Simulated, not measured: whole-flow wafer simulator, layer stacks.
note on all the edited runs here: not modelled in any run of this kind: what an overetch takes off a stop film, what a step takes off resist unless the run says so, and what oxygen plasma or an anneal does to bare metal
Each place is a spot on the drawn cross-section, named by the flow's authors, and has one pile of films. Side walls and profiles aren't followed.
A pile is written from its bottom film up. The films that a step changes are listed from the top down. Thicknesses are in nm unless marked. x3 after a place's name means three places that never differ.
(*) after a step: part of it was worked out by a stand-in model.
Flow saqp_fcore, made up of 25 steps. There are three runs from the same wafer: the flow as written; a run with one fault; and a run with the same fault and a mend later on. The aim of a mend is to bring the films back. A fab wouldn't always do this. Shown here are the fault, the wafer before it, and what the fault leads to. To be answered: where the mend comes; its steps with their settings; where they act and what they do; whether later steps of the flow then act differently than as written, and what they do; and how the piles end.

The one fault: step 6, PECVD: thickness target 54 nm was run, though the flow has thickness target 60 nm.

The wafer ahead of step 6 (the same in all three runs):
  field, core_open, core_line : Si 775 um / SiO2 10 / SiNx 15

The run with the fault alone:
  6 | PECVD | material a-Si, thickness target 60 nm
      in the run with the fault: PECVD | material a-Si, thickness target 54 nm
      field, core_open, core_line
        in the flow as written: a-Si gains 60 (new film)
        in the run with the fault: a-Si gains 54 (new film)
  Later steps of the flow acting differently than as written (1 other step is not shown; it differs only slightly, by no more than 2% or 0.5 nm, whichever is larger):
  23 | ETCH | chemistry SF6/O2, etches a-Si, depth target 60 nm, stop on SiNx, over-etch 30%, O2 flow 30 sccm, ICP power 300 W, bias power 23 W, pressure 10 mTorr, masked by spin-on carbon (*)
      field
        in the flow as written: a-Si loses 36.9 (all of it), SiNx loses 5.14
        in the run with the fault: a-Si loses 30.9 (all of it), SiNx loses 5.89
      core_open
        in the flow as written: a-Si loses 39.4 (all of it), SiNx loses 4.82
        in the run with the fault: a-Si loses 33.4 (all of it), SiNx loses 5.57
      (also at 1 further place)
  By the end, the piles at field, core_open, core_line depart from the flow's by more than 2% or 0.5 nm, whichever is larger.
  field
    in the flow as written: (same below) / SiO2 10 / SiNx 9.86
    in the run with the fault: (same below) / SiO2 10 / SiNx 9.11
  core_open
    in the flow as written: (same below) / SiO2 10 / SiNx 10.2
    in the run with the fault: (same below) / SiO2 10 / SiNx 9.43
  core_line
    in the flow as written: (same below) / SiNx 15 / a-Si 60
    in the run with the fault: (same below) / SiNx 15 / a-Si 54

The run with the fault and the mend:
  The mend follows step 7.
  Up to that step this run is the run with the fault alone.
  7a | PECVD | material a-Si, thickness target 6 nm (the flow's step 6 again, with other settings)
      field, core_open, core_line
        a-Si gains 6
  None of the later steps of the flow acts differently than as written at any place that is followed.
  At every place that both follow, the piles at the end match the flow's.
